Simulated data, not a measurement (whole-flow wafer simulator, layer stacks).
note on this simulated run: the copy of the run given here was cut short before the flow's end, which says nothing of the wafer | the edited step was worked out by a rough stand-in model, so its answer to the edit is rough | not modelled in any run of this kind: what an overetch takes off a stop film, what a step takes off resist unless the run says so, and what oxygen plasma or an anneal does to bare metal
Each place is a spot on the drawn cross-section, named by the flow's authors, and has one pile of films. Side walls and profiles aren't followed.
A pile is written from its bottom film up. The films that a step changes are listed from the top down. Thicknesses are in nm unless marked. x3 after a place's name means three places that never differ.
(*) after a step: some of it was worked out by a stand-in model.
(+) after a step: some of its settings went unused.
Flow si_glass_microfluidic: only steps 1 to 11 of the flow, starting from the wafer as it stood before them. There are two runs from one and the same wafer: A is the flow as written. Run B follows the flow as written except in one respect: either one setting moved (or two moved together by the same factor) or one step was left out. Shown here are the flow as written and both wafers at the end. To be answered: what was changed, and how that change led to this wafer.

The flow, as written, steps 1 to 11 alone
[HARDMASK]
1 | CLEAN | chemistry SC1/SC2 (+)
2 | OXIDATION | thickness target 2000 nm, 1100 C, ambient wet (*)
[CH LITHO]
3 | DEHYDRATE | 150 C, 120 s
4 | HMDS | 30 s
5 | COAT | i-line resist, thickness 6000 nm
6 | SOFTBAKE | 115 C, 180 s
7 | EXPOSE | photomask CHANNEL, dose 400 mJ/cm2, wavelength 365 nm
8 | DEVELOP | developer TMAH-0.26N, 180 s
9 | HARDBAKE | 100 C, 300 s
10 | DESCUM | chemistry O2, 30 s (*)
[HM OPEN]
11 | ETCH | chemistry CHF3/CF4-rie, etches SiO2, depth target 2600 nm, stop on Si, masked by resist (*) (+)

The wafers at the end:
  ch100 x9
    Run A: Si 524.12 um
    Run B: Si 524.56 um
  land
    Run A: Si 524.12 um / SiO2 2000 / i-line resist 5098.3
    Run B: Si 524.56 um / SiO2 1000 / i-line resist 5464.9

Cause: step 2, OXIDATION: thickness target 1000 nm was run, though the flow has thickness target 2000 nm.
The wafer lets one read it off: land has SiO2 1000, and step 2 as written asks for 2000 nm.

How this came from the change, step by step:
  2 | OXIDATION | thickness target 2000 nm, 1100 C, ambient wet (*)
      land, ch100 x9: A SiO2 gains 2000 (new film), chemical SiO2 loses 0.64 (all of it), Si loses 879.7 | B SiO2 gains 1000 (new film), chemical SiO2 loses 0.64 (all of it), Si loses 439.7
  11 | ETCH | chemistry CHF3/CF4-rie, etches SiO2, depth target 2600 nm, stop on Si, masked by resist (*) (+)
      ch100 x9: A SiO2 loses 2000 (all of it) | B SiO2 loses 1000 (all of it)
      land: A i-line resist loses 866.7 | B i-line resist loses 500
